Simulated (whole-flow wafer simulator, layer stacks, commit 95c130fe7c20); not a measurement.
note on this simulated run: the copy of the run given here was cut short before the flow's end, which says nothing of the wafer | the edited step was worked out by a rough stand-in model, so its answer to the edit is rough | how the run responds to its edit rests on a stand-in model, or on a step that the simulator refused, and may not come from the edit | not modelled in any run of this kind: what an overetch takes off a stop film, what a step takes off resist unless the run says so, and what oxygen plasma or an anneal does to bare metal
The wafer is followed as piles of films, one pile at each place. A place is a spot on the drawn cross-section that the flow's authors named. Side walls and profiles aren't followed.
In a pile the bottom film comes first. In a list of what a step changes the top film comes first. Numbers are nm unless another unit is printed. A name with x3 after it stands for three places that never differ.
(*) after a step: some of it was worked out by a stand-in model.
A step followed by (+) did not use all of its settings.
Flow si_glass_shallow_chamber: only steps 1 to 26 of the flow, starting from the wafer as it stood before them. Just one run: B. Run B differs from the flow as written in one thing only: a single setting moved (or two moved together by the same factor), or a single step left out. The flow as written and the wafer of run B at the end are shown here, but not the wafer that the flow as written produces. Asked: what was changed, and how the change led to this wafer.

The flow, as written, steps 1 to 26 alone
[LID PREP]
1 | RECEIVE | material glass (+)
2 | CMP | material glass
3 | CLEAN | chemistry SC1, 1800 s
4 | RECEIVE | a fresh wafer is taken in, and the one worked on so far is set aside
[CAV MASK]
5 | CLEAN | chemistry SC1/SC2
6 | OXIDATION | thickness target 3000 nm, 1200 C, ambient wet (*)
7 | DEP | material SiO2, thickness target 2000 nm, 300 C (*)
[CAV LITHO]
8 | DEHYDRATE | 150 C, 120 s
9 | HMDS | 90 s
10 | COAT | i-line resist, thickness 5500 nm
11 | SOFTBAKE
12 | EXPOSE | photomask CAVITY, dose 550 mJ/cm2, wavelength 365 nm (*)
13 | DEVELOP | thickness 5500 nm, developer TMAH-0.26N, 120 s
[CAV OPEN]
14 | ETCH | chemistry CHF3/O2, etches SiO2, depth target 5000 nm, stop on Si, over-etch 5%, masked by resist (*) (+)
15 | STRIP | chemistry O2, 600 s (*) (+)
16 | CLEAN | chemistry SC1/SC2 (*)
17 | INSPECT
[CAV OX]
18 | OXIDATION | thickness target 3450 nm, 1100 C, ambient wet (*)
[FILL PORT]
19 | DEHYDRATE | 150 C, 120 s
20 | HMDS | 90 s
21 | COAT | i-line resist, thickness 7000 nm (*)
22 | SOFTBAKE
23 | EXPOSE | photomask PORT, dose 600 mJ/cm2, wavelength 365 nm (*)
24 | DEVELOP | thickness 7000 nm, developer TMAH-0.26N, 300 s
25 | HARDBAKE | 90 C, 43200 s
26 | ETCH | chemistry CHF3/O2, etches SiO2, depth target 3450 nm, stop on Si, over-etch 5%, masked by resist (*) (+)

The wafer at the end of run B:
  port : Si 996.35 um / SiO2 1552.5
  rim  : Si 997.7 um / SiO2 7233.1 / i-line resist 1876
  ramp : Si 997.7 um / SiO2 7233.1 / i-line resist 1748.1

The reason: step 18, OXIDATION: thickness target 5175 nm was run, whereas the flow has thickness target 3450 nm.

How this came from the change, step by step:
  18 | OXIDATION | thickness target 3450 nm, 1100 C, ambient wet (*)
      rim, ramp, septum, ring: SiO2 gains 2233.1, Si loses 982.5 (as written it would have been: SiO2 gains 1109.8, Si loses 488.3)
      cav, port: SiO2 gains 5175 (new film), chemical SiO2 loses 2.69 (all of it), Si loses 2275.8 (as written it would have been: SiO2 gains 3450 (new film), chemical SiO2 loses 2.69 (all of it), Si loses 1516.8)
  21 | COAT | i-line resist, thickness 7000 nm (*)
      rim: i-line resist gains 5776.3 (new film) (as written it would have been: i-line resist gains 5660.1 (new film))
      ramp: i-line resist gains 5248.7 (new film) (as written it would have been: i-line resist gains 5087.8 (new film))
  22 | SOFTBAKE
      rim: i-line resist loses 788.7 (as written it would have been: i-line resist loses 849)
      ramp: i-line resist loses 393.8 (as written it would have been: i-line resist loses 434.5)
      (as well as at 4 more places)
  25 | HARDBAKE | 90 C, 43200 s
      rim: i-line resist loses 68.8 (as written it would have been: i-line resist loses 62.5)
      ramp: i-line resist loses 64 (as written it would have been: i-line resist loses 57.1)
      (as well as at 1 more place)
  26 | ETCH | chemistry CHF3/O2, etches SiO2, depth target 3450 nm, stop on Si, over-etch 5%, masked by resist (*) (+)
      port: SiO2 loses 3622.5 (as written it would have been: SiO2 loses 3450 (all of it), Si loses 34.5)
